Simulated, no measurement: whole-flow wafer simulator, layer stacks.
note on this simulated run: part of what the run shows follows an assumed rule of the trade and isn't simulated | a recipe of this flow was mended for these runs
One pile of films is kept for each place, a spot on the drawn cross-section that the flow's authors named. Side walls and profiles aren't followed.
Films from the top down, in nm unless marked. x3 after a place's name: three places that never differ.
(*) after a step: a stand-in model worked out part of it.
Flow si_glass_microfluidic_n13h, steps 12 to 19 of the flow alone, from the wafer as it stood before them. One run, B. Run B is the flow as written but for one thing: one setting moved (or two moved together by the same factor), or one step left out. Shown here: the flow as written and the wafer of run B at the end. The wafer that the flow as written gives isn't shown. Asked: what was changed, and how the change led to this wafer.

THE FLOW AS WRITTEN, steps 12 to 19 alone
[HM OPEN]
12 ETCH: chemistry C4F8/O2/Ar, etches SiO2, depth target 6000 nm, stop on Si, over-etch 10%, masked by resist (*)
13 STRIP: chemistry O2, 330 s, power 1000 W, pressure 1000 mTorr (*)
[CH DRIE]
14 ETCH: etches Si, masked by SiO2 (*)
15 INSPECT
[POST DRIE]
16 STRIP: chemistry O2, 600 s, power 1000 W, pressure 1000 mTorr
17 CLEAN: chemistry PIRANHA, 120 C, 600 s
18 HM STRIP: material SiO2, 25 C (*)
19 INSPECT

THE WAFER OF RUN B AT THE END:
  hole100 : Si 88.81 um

The cause: step 12, ETCH: over-etch 14.1% was run, where the flow has over-etch 10%.

How the change led to this, step by step:
  12 ETCH: chemistry C4F8/O2/Ar, etches SiO2, depth target 6000 nm, stop on Si, over-etch 10%, masked by resist (*)
      land: thick-i-line-resist -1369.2 (as written it would be: thick-i-line-resist -1320)
      hole100: SiO2 -6000 (all of it), Si -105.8 (as written it would be: SiO2 -6000 (all of it), Si -75)
